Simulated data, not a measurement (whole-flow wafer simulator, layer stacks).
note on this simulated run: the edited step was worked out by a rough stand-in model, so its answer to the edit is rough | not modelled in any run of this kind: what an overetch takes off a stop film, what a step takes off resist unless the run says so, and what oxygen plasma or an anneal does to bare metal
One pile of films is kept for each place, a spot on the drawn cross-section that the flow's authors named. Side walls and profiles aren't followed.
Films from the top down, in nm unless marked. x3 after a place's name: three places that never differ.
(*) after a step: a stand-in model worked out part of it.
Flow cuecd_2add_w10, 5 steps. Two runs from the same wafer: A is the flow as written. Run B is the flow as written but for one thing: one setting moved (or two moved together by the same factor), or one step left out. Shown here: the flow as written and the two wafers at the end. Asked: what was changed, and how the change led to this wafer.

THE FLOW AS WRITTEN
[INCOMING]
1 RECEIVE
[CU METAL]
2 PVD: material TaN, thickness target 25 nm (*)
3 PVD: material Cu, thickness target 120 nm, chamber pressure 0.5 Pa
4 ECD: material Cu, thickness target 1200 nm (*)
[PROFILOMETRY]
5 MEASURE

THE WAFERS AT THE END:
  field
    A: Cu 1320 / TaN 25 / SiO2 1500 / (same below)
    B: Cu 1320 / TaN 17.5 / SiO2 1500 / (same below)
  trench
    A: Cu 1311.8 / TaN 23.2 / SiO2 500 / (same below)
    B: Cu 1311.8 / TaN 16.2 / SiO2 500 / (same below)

The cause: step 2, PVD: thickness target 17.5 nm was run, where the flow has thickness target 25 nm.
It can be read off the wafer: field has TaN 17.5, and step 2 as written asks for 25 nm.

How the change led to this, step by step:
  2 PVD: material TaN, thickness target 25 nm (*)
      field: A TaN +25 (new film) | B TaN +17.5 (new film)
      trench: A TaN +23.2 (new film) | B TaN +16.2 (new film)
